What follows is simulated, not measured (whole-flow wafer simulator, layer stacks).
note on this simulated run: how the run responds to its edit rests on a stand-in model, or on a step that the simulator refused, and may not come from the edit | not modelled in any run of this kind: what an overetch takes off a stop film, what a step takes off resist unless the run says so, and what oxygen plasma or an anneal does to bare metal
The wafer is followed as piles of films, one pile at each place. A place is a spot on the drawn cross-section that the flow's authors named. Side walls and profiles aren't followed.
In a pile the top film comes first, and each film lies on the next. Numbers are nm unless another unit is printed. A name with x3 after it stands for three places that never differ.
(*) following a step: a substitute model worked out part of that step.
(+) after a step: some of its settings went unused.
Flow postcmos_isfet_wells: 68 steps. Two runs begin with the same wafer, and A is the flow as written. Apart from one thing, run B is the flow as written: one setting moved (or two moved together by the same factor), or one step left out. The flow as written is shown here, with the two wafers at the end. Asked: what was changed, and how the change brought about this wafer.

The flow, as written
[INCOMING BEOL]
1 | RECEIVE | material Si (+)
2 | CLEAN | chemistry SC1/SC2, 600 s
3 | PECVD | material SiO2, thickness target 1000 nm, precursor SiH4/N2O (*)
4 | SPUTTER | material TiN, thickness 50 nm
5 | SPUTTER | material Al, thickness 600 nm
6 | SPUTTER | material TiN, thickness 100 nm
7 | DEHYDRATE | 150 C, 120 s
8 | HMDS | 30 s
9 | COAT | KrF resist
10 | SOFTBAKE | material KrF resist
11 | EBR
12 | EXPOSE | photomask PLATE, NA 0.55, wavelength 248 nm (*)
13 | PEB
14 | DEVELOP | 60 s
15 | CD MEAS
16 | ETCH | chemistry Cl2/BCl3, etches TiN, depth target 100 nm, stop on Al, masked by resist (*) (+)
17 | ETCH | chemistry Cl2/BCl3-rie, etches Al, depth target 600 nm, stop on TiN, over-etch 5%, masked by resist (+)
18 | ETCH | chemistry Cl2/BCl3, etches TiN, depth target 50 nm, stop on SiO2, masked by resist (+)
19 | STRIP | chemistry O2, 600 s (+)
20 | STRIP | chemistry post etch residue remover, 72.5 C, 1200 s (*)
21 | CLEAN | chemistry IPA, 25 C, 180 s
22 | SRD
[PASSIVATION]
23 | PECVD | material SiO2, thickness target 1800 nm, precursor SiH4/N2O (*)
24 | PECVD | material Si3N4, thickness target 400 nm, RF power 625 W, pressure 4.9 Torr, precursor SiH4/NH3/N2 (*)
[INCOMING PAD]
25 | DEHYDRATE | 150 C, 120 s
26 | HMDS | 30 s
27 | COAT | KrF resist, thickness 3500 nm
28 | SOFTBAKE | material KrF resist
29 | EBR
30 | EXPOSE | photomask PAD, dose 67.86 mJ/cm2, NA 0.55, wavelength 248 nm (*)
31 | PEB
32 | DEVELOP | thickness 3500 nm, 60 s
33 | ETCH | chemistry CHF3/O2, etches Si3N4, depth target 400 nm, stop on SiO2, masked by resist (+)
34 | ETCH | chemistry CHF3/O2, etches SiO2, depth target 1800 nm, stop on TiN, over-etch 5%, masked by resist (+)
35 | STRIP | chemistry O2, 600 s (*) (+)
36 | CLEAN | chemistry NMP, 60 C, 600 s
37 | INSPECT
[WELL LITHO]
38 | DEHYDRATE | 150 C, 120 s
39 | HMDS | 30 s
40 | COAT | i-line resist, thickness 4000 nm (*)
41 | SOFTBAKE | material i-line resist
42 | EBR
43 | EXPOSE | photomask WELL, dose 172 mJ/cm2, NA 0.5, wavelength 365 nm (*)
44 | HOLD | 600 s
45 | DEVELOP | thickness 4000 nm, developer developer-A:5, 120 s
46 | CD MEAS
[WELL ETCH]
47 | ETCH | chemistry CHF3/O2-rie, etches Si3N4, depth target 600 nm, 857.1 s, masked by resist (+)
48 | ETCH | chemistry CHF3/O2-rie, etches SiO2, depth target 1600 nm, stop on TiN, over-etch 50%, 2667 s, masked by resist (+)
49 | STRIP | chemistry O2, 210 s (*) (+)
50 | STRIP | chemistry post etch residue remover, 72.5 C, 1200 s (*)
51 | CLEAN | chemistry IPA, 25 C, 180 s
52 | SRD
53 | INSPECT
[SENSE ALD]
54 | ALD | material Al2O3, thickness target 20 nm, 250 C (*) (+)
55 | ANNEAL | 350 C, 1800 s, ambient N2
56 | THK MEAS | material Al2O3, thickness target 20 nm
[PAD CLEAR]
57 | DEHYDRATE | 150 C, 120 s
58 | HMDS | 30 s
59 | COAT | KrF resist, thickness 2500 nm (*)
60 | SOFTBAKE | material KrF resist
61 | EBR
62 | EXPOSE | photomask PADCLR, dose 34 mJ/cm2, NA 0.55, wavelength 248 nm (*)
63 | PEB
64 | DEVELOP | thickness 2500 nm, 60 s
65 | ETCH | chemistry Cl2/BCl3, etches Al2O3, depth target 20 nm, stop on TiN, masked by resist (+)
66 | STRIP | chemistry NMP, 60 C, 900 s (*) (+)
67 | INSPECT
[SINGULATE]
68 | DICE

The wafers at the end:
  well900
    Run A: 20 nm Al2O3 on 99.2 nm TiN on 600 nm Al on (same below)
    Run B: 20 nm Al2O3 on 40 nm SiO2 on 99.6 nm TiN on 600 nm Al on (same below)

Cause: step 48, ETCH: depth target 1040 nm was run, whereas the flow has depth target 1600 nm.

The path from the change to this, step by step:
  48 | ETCH | chemistry CHF3/O2-rie, etches SiO2, depth target 1600 nm, stop on TiN, over-etch 50%, 2667 s, masked by resist (+)
      well900, well1300 x3: A SiO2 loses 1600 (all of it) | B SiO2 loses 1560
      field, margin, pad_rim, pad_clr, pad_open: A i-line resist loses 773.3 | B i-line resist loses 502.7
  49 | STRIP | chemistry O2, 210 s (*) (+)
      field, margin, pad_rim: A i-line resist loses 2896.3 (all of it) | B i-line resist loses 3167 (all of it)
      pad_clr: A i-line resist loses 1996.5 (all of it) | B i-line resist loses 2267.2 (all of it)
      (and at 1 other place as well)
